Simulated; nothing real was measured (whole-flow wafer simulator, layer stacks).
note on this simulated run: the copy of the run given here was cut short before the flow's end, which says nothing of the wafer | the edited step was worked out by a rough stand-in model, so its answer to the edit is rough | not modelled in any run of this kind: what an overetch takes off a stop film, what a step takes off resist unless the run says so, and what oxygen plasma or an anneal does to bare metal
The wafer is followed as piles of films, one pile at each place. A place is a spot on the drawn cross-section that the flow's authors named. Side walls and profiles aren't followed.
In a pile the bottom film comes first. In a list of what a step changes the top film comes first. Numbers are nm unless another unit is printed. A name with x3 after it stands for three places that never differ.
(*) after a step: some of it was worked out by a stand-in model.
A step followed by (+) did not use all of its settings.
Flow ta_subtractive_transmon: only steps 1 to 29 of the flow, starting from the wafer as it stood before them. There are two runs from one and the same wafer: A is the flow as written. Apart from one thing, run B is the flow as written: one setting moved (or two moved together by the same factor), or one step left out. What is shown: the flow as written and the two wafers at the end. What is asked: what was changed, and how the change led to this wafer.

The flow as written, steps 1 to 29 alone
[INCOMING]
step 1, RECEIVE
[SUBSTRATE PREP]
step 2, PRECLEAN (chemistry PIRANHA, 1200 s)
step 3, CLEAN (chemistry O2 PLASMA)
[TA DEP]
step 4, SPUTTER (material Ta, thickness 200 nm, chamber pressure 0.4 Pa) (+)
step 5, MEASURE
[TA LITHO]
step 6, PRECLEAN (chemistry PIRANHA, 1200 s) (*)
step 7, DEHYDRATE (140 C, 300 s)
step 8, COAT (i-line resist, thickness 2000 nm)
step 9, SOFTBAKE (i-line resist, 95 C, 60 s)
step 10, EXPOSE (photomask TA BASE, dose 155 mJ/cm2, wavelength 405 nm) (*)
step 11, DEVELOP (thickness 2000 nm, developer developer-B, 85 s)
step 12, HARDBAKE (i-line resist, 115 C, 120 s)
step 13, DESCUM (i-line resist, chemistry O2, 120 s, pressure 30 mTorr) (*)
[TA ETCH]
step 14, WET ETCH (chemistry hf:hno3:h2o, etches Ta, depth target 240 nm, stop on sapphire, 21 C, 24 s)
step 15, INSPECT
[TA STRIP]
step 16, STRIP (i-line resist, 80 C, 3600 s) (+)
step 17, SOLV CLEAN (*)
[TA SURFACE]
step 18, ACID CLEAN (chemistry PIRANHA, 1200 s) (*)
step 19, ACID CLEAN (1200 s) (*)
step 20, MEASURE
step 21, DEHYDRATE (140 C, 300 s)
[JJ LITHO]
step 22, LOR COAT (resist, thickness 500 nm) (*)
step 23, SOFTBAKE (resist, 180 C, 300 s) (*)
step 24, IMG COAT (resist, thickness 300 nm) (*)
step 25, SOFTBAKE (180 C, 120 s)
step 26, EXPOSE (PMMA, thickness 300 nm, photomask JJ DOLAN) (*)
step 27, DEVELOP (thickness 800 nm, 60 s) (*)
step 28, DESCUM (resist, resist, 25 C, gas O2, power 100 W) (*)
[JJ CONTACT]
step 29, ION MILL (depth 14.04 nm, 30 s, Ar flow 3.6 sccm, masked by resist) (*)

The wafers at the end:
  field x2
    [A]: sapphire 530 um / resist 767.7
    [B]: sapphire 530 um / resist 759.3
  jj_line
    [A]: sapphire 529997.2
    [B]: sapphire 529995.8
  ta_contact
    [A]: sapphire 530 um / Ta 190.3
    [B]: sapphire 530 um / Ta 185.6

What caused this: step 29, ION MILL: depth 21.05 nm was run, while the flow as written has depth 14.04 nm; step 29, ION MILL: 45 s was run, where the flow has 30 s.

Step by step, how the change led to this:
  step 29, ION MILL (depth 14.04 nm, 30 s, Ar flow 3.6 sccm, masked by resist) (*)
      field x2, ta_pad: A resist loses 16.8 | B resist loses 25.2
      jj_line, lead: A sapphire loses 2.8 | B sapphire loses 4.2
      (as well as at 1 more place)
